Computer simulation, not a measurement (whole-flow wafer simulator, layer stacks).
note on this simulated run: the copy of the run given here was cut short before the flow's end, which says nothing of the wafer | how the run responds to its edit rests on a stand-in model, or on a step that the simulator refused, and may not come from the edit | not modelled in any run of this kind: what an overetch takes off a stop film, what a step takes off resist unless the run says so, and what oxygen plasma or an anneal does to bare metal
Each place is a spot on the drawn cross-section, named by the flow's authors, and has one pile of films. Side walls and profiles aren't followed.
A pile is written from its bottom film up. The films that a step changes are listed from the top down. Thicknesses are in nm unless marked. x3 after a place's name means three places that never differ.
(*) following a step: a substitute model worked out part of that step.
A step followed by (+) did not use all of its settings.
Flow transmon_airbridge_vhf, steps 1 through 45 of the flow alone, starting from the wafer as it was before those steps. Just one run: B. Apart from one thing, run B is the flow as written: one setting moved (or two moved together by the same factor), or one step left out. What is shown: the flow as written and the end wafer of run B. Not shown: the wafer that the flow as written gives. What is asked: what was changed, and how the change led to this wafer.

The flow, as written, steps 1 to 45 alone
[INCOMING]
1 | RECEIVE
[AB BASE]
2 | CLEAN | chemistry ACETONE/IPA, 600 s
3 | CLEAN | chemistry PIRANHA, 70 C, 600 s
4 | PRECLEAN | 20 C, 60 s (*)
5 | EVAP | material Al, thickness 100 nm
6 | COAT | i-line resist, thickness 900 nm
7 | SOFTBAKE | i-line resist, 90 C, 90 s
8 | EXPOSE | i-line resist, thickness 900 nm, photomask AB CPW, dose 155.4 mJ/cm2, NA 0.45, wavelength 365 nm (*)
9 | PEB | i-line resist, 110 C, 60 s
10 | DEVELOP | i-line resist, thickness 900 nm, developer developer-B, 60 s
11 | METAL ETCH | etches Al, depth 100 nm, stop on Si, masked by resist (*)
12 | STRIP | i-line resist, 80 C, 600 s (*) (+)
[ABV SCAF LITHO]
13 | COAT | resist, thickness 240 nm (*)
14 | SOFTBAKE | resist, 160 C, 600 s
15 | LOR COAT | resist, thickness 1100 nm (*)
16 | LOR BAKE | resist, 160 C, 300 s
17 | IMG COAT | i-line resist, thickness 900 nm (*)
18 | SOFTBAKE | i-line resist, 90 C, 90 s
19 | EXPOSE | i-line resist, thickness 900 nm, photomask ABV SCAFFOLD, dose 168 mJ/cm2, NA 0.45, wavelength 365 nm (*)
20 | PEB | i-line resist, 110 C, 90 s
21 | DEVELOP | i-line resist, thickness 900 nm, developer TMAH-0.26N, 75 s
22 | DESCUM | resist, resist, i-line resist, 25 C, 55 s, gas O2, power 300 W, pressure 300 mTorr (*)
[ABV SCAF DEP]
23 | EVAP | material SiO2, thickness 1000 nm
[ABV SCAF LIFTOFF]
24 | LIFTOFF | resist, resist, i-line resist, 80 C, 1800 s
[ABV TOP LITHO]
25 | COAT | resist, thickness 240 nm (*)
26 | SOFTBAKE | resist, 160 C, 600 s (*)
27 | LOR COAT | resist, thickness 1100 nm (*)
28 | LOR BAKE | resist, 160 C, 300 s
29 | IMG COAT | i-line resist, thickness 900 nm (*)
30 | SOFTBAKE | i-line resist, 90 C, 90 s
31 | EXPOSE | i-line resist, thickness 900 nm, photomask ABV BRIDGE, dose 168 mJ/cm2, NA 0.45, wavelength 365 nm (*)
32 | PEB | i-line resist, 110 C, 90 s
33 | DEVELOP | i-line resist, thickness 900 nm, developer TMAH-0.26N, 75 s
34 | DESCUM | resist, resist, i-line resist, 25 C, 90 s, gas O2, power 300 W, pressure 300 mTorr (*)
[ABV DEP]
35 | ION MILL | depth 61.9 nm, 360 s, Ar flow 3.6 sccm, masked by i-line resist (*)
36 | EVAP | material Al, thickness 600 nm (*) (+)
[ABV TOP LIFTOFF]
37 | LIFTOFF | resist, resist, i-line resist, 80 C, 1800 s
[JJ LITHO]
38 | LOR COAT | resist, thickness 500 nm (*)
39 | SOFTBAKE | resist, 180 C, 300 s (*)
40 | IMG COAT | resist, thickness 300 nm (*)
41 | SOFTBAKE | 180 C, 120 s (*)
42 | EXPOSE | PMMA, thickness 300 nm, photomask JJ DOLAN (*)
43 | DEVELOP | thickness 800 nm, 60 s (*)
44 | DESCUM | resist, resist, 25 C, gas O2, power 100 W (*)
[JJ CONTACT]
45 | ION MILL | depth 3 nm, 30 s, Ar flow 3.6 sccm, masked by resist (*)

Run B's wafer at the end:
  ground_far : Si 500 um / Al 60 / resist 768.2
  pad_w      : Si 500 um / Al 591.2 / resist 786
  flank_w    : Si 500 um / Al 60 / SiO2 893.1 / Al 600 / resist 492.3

The reason: step 5, EVAP: thickness 60 nm was run, while the flow as written has thickness 100 nm.
The wafer lets one read it off: ground_far has Al 60, and step 5 as written asks for 100 nm.

The path from the change to this, step by step:
  5 | EVAP | material Al, thickness 100 nm
      field x3, jj_line, ground_far and 12 more: Al gains 60 (new film) (it would be, as written: Al gains 100 (new film))
  11 | METAL ETCH | etches Al, depth 100 nm, stop on Si, masked by resist (*)
      ground_far, pad_w, flank_w and 8 more: i-line resist loses 45 (it would be, as written: i-line resist loses 50)
      field x3, jj_line, gap_w, gap_e: Al loses 60 (all of it) (it would be, as written: Al loses 100 (all of it))
  13 | COAT | resist, thickness 240 nm (*)
      flank_w, flank_e: resist gains 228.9 (new film) (it would be, as written: resist gains 222.3 (new film))
  22 | DESCUM | resist, resist, i-line resist, 25 C, 55 s, gas O2, power 300 W, pressure 300 mTorr (*)
      flank_w, flank_e: resist loses 228.9 (all of it) (it would be, as written: resist loses 222.3 (all of it))
  25 | COAT | resist, thickness 240 nm (*)
      flank_w, flank_e: resist gains 157 (new film) (it would be, as written: resist gains 152.6 (new film))
      gap_w, gap_e: resist gains 206.4 (new film) (it would be, as written: resist gains 210.7 (new film))
  34 | DESCUM | resist, resist, i-line resist, 25 C, 90 s, gas O2, power 300 W, pressure 300 mTorr (*)
      flank_w, flank_e: resist loses 157 (all of it) (it would be, as written: resist loses 152.6 (all of it))
      gap_w, gap_e: resist loses 206.4 (all of it) (it would be, as written: resist loses 210.7 (all of it))
  35 | ION MILL | depth 61.9 nm, 360 s, Ar flow 3.6 sccm, masked by i-line resist (*)
      pad_w, pad_e: Al loses 60 (all of it), Si loses 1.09 (it would be, as written: Al loses 61.9)
  36 | EVAP | material Al, thickness 600 nm (*) (+)
      pad_w, pad_e: Al gains 591.2 (new film) (it would be, as written: Al gains 591.2)
  40 | IMG COAT | resist, thickness 300 nm (*)
      flank_w, flank_e: resist gains 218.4 (it would be, as written: resist gains 212.1)
